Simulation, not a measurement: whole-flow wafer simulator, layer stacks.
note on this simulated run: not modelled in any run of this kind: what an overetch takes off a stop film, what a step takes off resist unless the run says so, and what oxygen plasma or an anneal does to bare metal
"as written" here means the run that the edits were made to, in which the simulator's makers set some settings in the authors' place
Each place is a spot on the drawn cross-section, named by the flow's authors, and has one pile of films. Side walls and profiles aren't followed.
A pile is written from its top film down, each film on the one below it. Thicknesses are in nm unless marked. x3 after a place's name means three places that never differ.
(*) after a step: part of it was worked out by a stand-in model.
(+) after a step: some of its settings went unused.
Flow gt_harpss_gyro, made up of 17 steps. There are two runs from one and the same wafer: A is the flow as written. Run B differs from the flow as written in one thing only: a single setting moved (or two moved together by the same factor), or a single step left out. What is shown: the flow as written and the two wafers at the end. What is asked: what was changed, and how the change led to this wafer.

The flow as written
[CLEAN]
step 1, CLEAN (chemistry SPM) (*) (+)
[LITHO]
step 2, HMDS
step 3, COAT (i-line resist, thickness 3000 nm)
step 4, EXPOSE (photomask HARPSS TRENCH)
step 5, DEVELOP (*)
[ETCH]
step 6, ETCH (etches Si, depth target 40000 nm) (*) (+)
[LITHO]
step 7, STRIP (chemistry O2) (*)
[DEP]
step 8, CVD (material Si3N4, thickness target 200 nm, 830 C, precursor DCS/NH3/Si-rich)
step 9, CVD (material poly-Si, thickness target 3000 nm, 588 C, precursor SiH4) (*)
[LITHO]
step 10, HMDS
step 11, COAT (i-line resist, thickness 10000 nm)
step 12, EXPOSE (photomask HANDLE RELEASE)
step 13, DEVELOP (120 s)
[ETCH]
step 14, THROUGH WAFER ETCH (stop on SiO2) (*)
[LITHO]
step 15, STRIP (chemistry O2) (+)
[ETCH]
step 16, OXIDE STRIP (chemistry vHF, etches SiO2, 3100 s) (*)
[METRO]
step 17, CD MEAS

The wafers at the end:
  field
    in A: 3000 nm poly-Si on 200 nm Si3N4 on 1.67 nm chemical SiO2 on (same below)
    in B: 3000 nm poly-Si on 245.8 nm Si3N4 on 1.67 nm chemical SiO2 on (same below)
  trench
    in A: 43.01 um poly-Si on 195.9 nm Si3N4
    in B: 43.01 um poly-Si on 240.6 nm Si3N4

The reason: step 8, CVD: thickness target 245.8 nm was run, while the flow as written has thickness target 200 nm.
The wafer lets one read it off: field has Si3N4 245.8, and step 8 as written asks for 200 nm.

The path from the change to this, step by step:
  step 8, CVD (material Si3N4, thickness target 200 nm, 830 C, precursor DCS/NH3/Si-rich)
      field: A +200 Si3N4 (new film) | B +245.8 Si3N4 (new film)
      trench: A +195.9 Si3N4 (new film) | B +240.6 Si3N4 (new film)
